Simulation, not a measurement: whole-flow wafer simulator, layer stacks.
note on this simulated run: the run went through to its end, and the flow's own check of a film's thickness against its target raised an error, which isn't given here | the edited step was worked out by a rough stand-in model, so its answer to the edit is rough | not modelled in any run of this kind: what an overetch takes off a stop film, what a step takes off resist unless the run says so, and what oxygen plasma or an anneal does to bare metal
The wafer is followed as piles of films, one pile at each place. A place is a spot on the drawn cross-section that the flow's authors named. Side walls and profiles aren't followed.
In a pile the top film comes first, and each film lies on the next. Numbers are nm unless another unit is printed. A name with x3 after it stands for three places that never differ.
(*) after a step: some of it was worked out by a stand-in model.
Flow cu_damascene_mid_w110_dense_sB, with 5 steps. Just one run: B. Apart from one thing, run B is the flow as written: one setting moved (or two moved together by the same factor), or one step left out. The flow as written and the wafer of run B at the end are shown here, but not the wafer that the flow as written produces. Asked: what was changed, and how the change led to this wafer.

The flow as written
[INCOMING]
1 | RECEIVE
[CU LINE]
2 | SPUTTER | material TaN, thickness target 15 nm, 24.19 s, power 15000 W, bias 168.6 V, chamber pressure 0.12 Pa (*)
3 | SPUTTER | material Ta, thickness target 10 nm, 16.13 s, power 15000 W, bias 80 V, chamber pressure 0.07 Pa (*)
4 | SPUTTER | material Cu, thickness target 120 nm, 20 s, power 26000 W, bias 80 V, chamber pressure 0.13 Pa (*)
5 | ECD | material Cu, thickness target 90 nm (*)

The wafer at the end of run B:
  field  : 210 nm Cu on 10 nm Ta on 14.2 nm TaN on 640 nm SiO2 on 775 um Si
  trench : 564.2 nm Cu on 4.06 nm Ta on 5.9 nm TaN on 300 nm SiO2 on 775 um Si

The reason: step 2, SPUTTER: thickness target 14.2 nm was run, whereas the flow has thickness target 15 nm; step 2, SPUTTER: 22.98 s was run, where the flow has 24.19 s.
The wafer lets one read it off: field has TaN 14.2, and step 2 as written asks for 15 nm.

How this came from the change, step by step:
  2 | SPUTTER | material TaN, thickness target 15 nm, 24.19 s, power 15000 W, bias 168.6 V, chamber pressure 0.12 Pa (*)
      field: TaN gains 14.2 (new film) (as written it would have been: TaN gains 15 (new film))
